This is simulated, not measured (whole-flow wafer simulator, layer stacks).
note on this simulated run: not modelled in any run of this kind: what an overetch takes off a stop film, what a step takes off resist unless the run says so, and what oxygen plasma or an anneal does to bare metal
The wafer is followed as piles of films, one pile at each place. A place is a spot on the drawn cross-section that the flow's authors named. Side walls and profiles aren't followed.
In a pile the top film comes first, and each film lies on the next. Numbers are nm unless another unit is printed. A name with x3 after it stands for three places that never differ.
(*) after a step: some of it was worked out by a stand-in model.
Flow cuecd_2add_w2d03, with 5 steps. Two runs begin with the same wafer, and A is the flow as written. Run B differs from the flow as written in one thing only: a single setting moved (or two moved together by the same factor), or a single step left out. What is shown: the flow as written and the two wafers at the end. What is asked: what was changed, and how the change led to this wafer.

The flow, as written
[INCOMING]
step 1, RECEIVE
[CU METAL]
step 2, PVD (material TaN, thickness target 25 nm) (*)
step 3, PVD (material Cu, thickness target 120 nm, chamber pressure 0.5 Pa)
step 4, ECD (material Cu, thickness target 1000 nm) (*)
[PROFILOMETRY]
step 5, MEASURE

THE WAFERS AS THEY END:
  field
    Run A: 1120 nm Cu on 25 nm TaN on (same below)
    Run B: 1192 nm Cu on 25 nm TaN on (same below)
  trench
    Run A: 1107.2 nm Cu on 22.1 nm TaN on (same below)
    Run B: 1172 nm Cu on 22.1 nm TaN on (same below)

The reason: step 3, PVD: thickness target 192 nm was run, while the flow as written has thickness target 120 nm.

Step by step, how the change led to this:
  step 3, PVD (material Cu, thickness target 120 nm, chamber pressure 0.5 Pa)
      field: A +120 Cu (new film) | B +192 Cu (new film)
      trench: A +107.2 Cu (new film) | B +172 Cu (new film)
